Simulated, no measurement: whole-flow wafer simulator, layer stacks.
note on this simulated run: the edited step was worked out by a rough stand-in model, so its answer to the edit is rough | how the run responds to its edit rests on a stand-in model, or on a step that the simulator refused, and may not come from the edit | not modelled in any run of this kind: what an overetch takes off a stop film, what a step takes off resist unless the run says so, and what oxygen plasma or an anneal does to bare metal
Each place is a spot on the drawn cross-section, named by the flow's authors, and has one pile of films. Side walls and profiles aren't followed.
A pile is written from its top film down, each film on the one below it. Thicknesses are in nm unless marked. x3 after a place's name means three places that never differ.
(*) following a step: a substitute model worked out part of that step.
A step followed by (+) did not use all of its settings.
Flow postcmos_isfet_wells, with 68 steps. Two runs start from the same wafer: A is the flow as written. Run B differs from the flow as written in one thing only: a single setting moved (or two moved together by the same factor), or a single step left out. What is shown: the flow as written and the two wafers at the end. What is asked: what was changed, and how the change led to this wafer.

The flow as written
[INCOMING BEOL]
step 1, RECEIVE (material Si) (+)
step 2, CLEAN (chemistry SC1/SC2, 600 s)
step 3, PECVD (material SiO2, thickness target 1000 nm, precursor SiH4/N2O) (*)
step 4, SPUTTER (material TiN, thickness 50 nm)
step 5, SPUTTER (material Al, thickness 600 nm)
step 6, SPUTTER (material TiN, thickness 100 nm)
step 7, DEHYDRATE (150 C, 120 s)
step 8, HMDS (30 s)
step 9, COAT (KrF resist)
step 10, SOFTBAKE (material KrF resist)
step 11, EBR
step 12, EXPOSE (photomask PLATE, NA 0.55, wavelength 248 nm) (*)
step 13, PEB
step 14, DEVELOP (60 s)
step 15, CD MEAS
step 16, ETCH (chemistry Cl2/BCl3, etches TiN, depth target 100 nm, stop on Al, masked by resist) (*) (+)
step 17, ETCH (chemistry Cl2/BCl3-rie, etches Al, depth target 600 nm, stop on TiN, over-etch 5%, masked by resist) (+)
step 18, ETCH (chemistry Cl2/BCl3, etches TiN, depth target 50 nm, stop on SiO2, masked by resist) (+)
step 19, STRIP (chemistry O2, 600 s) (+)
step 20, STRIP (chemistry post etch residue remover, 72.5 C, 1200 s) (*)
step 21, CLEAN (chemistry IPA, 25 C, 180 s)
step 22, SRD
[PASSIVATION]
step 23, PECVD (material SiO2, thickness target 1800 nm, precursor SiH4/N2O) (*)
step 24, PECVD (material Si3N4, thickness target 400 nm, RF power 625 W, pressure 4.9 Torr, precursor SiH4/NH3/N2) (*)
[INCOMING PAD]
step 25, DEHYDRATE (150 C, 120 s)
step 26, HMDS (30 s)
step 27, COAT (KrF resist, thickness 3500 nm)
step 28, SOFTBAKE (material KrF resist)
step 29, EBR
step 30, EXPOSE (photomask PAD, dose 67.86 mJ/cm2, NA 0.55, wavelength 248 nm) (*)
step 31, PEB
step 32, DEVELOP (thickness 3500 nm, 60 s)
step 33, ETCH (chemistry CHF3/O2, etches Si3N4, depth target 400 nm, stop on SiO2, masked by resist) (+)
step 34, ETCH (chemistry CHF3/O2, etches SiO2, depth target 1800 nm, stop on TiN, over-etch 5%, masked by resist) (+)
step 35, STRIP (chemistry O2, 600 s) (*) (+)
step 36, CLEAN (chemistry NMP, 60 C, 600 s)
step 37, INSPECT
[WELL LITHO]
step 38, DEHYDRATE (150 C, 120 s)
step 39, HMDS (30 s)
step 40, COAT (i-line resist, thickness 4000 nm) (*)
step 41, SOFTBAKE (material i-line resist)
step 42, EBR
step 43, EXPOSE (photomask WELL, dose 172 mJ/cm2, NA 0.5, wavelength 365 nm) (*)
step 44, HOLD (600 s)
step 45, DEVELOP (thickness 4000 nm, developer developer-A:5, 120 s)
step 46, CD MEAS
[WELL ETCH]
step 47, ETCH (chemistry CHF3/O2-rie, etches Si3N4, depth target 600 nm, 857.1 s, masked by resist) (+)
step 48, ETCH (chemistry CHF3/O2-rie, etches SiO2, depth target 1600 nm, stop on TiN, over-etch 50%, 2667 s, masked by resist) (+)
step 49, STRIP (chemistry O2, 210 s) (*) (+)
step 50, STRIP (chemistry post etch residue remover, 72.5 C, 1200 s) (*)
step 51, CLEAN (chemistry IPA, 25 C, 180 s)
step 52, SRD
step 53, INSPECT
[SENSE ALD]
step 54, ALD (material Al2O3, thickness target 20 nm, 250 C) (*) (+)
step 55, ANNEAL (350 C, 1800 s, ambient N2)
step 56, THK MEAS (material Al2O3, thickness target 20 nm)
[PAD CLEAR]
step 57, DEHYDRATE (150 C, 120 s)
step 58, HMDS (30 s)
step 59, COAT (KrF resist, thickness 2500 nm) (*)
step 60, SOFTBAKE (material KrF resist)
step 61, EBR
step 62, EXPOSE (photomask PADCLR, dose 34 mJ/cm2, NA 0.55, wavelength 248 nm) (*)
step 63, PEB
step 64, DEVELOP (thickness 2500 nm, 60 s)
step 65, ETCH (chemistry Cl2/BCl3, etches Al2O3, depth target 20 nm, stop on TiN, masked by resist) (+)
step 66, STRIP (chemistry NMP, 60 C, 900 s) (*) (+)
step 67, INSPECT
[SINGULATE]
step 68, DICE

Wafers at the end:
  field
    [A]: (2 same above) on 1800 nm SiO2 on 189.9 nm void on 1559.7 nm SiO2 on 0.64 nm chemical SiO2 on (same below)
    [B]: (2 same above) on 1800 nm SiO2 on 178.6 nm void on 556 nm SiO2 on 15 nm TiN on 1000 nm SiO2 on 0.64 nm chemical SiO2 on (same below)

What caused this: step 16, ETCH: depth target 77 nm was run, though the flow has depth target 100 nm.

How this came from the change, step by step:
  step 16, ETCH (chemistry Cl2/BCl3, etches TiN, depth target 100 nm, stop on Al, masked by resist) (*) (+)
      field: A -100 TiN (all of it) | B -77 TiN
      margin, well900, well1300 x3, pad_rim, pad_clr, pad_open: A -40 KrF resist | B -30.8 KrF resist
  step 17, ETCH (chemistry Cl2/BCl3-rie, etches Al, depth target 600 nm, stop on TiN, over-etch 5%, masked by resist) (+)
      field: A -600 Al (all of it) | B -23 TiN (all of it), -563.2 Al
  step 18, ETCH (chemistry Cl2/BCl3, etches TiN, depth target 50 nm, stop on SiO2, masked by resist) (+)
      field: A -50 TiN (all of it) | B -36.8 Al (all of it), -34.5 TiN
  step 23, PECVD (material SiO2, thickness target 1800 nm, precursor SiH4/N2O) (*)
      field: A +1800 SiO2 (new film), +189.9 void (new film), +559.7 SiO2 | B +1800 SiO2 (new film), +178.6 void (new film), +556 SiO2 (new film)
If metal films that touch count as one body, field has 1 body; the flow as written gives 0 bodies.
